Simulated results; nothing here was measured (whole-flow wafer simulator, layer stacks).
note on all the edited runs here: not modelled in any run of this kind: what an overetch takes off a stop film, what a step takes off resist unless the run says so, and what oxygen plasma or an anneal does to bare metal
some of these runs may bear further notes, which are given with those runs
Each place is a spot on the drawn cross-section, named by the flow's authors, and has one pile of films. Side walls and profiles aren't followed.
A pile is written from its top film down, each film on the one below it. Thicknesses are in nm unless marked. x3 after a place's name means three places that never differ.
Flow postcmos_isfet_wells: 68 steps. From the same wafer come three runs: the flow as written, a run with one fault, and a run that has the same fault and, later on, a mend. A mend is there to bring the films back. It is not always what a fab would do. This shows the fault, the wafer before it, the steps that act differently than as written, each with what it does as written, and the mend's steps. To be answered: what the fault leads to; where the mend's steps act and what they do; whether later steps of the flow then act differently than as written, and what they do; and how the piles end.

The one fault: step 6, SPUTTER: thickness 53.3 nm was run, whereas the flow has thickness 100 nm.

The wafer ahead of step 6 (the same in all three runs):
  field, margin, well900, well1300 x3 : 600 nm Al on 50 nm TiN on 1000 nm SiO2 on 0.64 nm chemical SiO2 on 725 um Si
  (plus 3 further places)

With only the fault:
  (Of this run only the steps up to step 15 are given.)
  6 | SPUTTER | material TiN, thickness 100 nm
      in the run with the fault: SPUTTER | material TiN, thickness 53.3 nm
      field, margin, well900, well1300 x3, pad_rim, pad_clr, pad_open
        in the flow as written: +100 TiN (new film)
        in the run with the fault: +53.3 TiN (new film)
  Every later step of the flow up to step 15 that is run acts as written at every place that is followed.
  After step 15, at field, margin, well900, well1300 x3, pad_rim, pad_clr, pad_open, the piles differ from the flow's by more than 2% or 0.5 nm, whichever is larger.
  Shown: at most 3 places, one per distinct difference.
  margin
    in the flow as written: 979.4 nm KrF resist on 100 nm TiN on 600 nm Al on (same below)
    in the run with the fault: 979.4 nm KrF resist on 53.3 nm TiN on 600 nm Al on (same below)
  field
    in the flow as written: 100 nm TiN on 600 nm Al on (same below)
    in the run with the fault: 53.3 nm TiN on 600 nm Al on (same below)

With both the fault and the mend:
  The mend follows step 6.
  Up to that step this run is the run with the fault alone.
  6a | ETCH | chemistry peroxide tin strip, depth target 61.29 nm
      field, margin, well900, well1300 x3, pad_rim, pad_clr, pad_open
        -53.3 TiN (all of it)
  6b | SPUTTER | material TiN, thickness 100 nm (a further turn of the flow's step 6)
      field, margin, well900, well1300 x3, pad_rim, pad_clr, pad_open
        +100 TiN (new film)
  Every later step of the flow that is run acts as written at every place that is followed.
  At every place that both follow, the piles at the end match the flow's.
